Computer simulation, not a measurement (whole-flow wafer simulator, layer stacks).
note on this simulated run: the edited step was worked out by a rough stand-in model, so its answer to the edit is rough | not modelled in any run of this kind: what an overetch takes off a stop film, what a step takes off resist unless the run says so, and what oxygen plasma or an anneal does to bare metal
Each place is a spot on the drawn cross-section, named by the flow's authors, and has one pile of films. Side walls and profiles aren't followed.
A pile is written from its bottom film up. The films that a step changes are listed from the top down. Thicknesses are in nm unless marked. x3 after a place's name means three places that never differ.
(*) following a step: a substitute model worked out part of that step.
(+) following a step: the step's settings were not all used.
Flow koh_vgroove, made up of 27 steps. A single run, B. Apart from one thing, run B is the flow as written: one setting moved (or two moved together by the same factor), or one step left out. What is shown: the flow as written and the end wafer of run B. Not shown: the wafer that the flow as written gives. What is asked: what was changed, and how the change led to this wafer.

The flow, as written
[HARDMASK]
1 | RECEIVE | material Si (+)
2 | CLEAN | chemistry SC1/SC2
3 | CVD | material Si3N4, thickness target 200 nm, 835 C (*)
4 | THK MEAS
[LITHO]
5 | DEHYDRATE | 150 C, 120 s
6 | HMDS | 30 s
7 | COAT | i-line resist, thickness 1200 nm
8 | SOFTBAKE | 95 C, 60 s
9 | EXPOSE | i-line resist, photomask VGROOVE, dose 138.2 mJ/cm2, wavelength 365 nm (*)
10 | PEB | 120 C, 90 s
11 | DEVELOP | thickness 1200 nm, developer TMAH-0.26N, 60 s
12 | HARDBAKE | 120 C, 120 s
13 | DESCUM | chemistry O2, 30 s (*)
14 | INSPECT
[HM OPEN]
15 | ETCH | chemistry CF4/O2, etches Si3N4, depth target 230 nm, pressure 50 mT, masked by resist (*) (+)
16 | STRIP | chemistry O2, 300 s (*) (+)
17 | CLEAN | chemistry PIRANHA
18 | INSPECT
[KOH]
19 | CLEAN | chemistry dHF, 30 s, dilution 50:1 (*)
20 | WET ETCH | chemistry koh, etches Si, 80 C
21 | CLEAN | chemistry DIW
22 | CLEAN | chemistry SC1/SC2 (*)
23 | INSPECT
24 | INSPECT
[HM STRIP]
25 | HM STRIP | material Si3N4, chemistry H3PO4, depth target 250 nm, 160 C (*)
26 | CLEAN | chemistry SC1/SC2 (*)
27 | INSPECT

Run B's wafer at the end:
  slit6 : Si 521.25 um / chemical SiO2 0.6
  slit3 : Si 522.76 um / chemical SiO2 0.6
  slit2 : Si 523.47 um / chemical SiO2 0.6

The reason: step 15, ETCH: depth target 218 nm was run, while the flow as written has depth target 230 nm.

Step by step, how the change led to this:
  15 | ETCH | chemistry CF4/O2, etches Si3N4, depth target 230 nm, pressure 50 mT, masked by resist (*) (+)
      slit3, slit2, slit6, slit20: Si3N4 loses 200 (all of it), chemical SiO2 loses 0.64 (all of it), Si loses 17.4 (in the flow as written it would be: Si3N4 loses 200 (all of it), chemical SiO2 loses 0.64 (all of it), Si loses 29.4)
      field: i-line resist loses 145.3 (in the flow as written it would be: i-line resist loses 153.3)
